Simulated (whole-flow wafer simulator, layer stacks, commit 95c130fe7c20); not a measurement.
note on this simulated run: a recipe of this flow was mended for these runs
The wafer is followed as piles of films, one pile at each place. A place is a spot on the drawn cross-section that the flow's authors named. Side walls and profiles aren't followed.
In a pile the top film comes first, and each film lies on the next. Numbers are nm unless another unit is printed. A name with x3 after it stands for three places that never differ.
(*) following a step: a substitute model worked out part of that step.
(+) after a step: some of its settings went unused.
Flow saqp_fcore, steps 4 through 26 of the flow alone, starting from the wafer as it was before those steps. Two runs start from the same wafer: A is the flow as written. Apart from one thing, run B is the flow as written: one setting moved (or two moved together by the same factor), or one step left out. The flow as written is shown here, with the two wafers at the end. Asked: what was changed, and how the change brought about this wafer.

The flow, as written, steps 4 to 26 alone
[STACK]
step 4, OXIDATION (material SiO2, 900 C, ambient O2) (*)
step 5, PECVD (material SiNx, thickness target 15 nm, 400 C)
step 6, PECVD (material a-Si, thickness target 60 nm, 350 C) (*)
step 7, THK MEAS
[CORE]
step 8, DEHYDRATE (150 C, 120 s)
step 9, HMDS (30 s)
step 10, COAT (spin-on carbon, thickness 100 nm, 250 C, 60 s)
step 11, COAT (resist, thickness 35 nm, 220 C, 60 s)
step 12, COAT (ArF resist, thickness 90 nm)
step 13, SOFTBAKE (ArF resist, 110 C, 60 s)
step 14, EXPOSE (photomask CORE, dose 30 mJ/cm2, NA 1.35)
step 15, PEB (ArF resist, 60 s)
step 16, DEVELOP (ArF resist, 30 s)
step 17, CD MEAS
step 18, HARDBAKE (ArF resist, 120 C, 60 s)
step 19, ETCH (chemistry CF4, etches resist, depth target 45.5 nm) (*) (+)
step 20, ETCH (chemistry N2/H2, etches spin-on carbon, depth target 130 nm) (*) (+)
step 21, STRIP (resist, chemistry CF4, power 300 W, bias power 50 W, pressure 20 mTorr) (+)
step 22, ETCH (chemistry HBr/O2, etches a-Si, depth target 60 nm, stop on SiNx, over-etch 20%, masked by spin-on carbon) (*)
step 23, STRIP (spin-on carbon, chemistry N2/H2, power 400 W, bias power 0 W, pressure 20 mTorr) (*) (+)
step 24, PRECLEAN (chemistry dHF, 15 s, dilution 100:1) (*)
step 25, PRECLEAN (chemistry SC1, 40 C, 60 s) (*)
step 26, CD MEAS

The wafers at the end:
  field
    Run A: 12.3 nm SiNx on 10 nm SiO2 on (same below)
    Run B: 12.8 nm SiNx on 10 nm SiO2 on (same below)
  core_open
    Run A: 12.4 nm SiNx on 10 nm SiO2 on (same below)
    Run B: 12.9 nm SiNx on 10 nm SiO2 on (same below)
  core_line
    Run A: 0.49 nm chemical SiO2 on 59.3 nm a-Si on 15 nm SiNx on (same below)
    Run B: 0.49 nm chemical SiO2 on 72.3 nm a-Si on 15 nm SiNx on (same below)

Cause: step 6, PECVD: thickness target 73 nm was run, though the flow has thickness target 60 nm.

The path from the change to this, step by step:
  step 6, PECVD (material a-Si, thickness target 60 nm, 350 C) (*)
      field, core_open, core_line: A a-Si gains 60 (new film) | B a-Si gains 73 (new film)
  step 22, ETCH (chemistry HBr/O2, etches a-Si, depth target 60 nm, stop on SiNx, over-etch 20%, masked by spin-on carbon) (*)
      field: A a-Si loses 36.8 (all of it), SiNx loses 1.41 | B a-Si loses 49.8 (all of it), SiNx loses 0.89
      core_open: A a-Si loses 39.4 (all of it), SiNx loses 1.3 | B a-Si loses 52.4 (all of it), SiNx loses 0.78
      (also at 1 further place)
  step 23, STRIP (spin-on carbon, chemistry N2/H2, power 400 W, bias power 0 W, pressure 20 mTorr) (*) (+)
      core_line: A spin-on carbon loses 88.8 (all of it) | B spin-on carbon loses 85.6 (all of it)
